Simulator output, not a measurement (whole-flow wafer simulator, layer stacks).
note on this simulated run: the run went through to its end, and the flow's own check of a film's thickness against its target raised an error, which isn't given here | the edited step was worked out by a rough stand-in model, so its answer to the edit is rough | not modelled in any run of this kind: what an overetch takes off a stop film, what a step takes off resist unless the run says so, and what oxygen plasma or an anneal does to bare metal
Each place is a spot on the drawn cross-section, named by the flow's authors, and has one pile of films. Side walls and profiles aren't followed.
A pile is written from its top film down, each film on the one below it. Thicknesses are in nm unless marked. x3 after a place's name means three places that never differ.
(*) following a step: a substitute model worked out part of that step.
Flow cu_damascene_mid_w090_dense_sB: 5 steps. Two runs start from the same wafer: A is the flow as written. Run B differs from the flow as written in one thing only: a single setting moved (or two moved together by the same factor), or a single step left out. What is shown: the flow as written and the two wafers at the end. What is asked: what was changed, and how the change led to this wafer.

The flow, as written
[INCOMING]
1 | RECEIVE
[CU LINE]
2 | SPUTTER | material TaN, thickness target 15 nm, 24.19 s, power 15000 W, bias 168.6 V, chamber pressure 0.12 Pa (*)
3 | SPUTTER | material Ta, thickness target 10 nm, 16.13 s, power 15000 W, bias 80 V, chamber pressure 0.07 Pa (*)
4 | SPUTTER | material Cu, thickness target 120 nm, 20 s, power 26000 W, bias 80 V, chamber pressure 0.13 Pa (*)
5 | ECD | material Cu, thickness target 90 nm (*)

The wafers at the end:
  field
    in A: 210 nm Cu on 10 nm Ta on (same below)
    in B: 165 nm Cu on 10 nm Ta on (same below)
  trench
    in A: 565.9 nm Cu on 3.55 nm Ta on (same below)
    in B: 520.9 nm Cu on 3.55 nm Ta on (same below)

What caused this: step 5, ECD: thickness target 45 nm was run, though the flow has thickness target 90 nm.

Step by step, how the change led to this:
  5 | ECD | material Cu, thickness target 90 nm (*)
      field: A Cu gains 90 | B Cu gains 45
      trench: A Cu gains 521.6 | B Cu gains 476.6
